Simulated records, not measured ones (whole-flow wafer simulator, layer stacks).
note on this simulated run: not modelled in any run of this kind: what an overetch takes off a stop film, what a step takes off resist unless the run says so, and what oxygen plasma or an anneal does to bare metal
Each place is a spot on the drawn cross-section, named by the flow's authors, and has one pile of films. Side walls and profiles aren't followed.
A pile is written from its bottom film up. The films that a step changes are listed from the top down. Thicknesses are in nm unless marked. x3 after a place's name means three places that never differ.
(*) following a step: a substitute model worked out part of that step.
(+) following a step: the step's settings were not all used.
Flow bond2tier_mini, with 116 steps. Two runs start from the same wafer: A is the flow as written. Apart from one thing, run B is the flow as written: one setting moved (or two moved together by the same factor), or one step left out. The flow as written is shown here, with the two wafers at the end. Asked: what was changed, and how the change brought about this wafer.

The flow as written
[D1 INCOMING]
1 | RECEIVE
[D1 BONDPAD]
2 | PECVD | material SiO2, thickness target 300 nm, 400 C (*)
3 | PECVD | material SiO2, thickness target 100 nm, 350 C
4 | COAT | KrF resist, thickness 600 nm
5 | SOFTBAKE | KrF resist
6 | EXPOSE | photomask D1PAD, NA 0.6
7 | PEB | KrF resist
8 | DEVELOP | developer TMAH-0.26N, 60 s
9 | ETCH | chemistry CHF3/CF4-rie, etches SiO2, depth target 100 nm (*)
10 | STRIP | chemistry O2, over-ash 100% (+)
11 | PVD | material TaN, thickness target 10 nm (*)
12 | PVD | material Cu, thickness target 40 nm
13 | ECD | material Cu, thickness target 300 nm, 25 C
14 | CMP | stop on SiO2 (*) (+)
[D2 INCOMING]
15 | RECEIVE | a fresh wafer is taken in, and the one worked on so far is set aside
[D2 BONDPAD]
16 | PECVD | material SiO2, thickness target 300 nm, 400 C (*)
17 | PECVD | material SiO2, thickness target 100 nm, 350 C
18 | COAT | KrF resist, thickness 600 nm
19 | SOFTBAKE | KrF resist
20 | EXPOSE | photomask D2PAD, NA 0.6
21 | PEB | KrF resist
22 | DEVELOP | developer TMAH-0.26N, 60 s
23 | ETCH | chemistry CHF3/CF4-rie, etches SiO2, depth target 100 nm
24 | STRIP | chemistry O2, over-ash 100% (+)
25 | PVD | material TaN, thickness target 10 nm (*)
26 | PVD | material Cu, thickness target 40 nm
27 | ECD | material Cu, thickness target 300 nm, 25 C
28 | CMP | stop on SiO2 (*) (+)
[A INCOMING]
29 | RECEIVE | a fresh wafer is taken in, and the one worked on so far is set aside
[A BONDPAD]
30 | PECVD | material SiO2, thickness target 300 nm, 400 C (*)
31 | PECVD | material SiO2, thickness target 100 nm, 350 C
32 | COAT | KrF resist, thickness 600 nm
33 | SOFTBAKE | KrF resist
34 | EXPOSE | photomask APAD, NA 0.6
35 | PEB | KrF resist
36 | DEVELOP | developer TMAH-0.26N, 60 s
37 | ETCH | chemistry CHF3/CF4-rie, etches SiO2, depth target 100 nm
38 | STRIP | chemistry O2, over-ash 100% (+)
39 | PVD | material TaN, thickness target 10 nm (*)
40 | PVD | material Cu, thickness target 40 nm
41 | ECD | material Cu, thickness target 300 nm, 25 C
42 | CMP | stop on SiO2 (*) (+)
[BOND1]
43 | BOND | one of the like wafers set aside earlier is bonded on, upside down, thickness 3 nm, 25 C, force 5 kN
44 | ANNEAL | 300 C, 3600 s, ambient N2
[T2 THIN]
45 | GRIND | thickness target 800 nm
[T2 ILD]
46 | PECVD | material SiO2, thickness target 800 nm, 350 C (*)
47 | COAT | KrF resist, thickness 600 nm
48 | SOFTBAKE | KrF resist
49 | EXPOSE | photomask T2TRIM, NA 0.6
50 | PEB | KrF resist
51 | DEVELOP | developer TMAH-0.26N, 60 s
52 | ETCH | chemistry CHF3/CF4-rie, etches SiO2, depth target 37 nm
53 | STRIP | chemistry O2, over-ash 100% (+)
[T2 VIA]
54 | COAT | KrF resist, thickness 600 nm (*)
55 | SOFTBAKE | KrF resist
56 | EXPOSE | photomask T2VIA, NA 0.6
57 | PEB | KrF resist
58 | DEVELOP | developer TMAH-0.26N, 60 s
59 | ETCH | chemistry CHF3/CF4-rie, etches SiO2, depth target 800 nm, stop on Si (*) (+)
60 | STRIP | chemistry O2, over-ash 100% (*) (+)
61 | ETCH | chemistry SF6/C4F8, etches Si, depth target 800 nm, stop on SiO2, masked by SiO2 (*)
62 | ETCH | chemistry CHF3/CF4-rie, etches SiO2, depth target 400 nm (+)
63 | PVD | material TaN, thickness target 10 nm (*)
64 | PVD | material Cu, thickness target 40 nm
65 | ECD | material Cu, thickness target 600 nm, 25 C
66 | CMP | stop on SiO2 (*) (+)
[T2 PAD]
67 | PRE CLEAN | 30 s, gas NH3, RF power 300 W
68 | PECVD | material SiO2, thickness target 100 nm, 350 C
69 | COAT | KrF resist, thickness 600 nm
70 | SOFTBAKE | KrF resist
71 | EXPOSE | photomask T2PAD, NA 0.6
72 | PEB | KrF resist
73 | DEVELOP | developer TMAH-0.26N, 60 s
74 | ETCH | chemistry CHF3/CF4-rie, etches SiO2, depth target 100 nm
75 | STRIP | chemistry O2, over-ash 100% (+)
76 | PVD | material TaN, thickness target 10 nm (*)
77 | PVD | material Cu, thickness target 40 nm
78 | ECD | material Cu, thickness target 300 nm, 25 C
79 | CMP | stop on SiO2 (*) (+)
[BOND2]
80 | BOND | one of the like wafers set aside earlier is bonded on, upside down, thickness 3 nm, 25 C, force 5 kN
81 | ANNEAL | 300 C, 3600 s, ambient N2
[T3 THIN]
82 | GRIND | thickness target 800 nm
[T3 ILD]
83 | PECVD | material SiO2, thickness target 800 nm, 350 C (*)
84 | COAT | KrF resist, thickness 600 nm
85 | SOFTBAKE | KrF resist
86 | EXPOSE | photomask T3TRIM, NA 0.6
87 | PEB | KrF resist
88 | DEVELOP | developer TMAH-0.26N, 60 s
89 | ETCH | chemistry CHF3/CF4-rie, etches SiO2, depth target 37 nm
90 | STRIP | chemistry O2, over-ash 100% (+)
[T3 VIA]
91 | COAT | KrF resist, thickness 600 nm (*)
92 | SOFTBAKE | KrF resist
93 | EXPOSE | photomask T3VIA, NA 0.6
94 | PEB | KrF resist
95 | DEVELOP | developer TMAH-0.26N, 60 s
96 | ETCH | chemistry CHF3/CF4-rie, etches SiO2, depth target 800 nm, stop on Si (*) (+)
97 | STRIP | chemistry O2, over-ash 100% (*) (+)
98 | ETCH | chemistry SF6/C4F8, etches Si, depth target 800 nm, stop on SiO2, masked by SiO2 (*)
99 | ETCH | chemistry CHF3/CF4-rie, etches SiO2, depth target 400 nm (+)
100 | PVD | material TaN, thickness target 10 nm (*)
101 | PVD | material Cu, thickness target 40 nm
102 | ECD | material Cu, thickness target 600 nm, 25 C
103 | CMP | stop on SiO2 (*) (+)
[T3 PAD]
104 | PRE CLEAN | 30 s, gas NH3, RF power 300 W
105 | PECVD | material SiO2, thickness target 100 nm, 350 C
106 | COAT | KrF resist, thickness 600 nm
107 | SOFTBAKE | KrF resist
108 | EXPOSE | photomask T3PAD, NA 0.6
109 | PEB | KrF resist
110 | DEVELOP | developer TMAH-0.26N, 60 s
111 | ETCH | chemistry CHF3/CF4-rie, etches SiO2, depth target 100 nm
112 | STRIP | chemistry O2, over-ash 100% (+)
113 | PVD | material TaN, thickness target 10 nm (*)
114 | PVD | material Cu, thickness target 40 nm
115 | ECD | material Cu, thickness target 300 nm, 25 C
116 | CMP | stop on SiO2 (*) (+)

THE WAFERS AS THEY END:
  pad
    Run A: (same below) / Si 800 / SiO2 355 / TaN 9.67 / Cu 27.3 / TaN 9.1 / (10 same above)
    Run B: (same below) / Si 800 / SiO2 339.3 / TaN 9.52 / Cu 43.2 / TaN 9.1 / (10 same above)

What caused this: step 52, ETCH: depth target 52.7 nm was run, while the flow as written has depth target 37 nm.

How this came from the change, step by step:
  52 | ETCH | chemistry CHF3/CF4-rie, etches SiO2, depth target 37 nm
      pad, via: A -37 SiO2 | B -52.7 SiO2
      field: A -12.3 KrF resist | B -17.6 KrF resist
  59 | ETCH | chemistry CHF3/CF4-rie, etches SiO2, depth target 800 nm, stop on Si (*) (+)
      via: A -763 SiO2 (all of it) | B -747.3 SiO2 (all of it)
  60 | STRIP | chemistry O2, over-ash 100% (*) (+)
      field: A -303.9 KrF resist (all of it) | B -297.2 KrF resist (all of it)
      pad: A -336 KrF resist (all of it) | B -342.9 KrF resist (all of it)
  65 | ECD | material Cu, thickness target 600 nm, 25 C
      pad: A +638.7 Cu | B +655.1 Cu
